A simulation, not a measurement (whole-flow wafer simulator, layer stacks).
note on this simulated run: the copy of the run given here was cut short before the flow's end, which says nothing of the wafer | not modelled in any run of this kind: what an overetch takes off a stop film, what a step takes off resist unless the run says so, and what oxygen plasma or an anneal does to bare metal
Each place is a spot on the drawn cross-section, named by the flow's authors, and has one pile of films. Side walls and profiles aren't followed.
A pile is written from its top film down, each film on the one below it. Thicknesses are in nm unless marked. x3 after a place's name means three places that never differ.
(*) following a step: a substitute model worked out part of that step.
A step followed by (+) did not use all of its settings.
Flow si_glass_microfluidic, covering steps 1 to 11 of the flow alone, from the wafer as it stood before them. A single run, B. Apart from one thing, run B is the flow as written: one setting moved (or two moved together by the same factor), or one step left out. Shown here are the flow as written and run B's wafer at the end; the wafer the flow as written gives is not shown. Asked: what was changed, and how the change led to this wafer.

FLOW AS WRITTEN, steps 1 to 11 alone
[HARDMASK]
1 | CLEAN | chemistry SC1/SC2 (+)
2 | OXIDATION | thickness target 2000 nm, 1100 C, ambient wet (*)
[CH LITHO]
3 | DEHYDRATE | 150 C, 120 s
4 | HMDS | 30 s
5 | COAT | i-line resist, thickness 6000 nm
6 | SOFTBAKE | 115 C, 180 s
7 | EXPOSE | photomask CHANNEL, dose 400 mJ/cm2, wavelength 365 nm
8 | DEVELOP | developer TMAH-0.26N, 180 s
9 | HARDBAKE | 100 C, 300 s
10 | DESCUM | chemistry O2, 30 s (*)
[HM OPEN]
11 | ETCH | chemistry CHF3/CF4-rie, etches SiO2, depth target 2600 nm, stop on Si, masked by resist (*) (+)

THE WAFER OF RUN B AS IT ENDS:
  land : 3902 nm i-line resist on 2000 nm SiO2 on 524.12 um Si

The reason: step 5, COAT: thickness 4800 nm was run, while the flow as written has thickness 6000 nm.

How this came from the change, step by step:
  5 | COAT | i-line resist, thickness 6000 nm
      land, ch100 x9: +4800 i-line resist (new film) (it would be, as written: +6000 i-line resist (new film))
  8 | DEVELOP | developer TMAH-0.26N, 180 s
      ch100 x9: -4800 i-line resist (all of it) (it would be, as written: -6000 i-line resist (all of it))
  9 | HARDBAKE | 100 C, 300 s
      land: -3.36 i-line resist (it would be, as written: -7.06 i-line resist)
